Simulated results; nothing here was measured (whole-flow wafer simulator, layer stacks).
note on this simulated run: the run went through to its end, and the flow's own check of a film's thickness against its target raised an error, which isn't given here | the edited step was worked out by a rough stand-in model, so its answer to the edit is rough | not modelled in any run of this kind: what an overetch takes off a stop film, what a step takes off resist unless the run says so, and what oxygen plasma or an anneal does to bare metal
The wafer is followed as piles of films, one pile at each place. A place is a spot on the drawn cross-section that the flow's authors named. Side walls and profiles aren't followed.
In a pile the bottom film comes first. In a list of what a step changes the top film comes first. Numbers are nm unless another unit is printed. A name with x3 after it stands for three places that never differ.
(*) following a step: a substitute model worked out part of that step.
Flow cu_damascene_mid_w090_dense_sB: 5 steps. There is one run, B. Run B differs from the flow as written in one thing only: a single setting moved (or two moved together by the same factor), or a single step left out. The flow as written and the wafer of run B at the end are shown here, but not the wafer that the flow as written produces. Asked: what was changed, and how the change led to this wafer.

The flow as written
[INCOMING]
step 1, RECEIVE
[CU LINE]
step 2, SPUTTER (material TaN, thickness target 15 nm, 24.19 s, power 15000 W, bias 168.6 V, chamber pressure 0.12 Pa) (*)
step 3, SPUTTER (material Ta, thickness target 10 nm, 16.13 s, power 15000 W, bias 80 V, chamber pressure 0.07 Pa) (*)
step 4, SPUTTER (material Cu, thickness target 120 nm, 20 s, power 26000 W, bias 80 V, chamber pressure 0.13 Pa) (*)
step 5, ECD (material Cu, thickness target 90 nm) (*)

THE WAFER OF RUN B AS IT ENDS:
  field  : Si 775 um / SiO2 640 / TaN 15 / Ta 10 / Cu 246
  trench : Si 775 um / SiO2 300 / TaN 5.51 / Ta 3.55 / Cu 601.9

The reason: step 5, ECD: thickness target 126 nm was run, whereas the flow has thickness target 90 nm.

The path from the change to this, step by step:
  step 5, ECD (material Cu, thickness target 90 nm) (*)
      field: Cu gains 126 (it would be, as written: Cu gains 90)
      trench: Cu gains 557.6 (it would be, as written: Cu gains 521.6)
